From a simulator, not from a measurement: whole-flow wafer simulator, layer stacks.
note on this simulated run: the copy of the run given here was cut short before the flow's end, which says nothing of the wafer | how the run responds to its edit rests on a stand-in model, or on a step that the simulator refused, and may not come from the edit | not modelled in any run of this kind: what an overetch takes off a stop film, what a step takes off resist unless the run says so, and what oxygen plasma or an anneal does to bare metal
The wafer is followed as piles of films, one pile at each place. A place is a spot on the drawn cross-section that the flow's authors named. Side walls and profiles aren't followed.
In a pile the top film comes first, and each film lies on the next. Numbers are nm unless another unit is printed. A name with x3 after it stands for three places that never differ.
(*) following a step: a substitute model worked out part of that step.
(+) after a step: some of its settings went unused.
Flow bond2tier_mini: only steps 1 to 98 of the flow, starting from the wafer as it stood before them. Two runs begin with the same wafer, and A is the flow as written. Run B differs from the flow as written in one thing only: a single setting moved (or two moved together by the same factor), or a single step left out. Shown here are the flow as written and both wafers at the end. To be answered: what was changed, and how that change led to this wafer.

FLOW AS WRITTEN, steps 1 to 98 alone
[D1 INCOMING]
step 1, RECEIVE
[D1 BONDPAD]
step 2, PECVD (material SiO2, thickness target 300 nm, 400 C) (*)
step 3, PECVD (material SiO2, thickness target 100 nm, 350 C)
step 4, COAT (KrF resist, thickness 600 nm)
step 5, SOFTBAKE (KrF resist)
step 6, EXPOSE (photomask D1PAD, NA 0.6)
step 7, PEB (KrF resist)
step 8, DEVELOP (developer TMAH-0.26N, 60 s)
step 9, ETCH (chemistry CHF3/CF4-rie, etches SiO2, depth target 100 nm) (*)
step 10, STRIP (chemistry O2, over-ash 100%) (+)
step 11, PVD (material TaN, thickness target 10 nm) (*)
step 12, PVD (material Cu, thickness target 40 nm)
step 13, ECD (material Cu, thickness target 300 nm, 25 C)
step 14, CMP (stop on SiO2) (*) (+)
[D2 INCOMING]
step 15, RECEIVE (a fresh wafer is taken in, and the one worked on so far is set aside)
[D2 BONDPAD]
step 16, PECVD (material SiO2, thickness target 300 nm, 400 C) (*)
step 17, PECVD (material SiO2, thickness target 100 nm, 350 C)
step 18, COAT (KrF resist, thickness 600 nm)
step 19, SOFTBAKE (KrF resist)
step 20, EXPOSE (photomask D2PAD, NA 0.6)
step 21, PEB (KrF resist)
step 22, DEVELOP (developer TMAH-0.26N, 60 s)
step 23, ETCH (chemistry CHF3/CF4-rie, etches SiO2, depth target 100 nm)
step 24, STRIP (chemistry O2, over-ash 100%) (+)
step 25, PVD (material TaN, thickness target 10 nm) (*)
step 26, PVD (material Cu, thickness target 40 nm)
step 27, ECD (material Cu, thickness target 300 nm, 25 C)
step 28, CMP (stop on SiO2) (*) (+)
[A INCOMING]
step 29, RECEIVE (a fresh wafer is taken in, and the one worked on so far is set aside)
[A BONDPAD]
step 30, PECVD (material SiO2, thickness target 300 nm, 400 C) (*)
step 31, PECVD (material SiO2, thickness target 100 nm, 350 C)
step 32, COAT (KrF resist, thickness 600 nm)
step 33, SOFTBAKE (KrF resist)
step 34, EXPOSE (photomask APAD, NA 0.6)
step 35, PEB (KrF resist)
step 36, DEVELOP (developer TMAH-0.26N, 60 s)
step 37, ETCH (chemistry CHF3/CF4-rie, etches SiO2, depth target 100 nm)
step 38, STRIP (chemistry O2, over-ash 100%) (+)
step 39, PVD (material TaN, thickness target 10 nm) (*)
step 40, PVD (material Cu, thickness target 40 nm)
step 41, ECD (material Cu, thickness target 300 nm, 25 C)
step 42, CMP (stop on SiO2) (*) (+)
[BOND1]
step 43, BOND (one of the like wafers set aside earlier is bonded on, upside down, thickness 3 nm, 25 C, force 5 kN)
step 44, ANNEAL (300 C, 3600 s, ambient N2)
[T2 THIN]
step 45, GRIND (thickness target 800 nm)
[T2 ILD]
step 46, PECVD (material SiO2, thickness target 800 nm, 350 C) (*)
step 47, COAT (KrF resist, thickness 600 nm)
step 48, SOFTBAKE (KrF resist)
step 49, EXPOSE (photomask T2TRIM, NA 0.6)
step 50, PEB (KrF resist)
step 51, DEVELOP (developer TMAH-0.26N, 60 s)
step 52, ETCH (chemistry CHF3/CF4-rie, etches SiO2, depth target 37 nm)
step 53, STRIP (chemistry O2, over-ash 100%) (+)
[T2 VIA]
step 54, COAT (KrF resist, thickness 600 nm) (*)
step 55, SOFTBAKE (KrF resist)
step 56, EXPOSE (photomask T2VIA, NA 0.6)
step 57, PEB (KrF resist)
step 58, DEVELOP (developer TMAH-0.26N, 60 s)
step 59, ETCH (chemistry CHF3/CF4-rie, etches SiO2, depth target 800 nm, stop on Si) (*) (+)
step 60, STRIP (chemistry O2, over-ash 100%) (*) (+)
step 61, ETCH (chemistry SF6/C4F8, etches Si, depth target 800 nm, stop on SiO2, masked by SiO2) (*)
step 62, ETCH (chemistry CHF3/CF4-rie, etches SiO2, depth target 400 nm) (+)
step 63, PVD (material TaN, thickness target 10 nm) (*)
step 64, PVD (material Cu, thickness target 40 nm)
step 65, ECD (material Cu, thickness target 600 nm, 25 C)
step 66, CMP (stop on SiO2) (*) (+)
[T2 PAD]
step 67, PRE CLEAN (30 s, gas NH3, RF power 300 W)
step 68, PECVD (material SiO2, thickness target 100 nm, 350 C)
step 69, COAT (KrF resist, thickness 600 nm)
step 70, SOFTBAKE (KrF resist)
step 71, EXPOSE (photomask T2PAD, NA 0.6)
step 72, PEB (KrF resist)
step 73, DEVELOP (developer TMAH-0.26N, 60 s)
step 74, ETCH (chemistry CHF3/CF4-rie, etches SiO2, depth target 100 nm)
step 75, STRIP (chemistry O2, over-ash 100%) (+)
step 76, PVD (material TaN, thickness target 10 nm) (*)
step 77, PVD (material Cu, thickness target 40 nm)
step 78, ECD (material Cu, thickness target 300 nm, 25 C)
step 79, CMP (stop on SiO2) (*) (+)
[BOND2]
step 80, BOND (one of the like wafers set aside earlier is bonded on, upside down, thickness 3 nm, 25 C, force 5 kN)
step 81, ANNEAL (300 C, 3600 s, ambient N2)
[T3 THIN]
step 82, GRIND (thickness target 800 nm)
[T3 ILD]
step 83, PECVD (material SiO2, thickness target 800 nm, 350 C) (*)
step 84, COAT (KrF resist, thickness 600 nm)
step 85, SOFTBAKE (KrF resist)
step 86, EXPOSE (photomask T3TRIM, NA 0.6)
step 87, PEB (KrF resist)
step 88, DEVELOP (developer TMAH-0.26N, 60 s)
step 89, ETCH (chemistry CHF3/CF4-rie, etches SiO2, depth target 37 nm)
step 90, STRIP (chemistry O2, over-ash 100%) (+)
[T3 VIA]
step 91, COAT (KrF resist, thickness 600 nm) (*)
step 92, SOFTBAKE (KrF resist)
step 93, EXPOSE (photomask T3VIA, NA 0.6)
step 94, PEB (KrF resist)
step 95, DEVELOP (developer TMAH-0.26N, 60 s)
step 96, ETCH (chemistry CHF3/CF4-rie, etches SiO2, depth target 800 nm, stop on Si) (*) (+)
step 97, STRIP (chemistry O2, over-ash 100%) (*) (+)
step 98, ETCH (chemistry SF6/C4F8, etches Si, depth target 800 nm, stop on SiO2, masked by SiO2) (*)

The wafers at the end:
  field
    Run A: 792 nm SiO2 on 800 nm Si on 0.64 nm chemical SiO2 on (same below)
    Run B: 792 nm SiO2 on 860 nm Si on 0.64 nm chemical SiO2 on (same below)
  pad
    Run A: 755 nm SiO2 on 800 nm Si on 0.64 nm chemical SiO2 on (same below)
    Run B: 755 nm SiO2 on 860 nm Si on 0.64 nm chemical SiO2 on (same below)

Cause: step 82, GRIND: thickness target 860 nm was run, though the flow has thickness target 800 nm.
One can read it off the wafer: field has Si 860, and step 82 as written asks for 800 nm.

How this came from the change, step by step:
  step 82, GRIND (thickness target 800 nm)
      field, pad: A Si loses 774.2 um | B Si loses 774.14 um
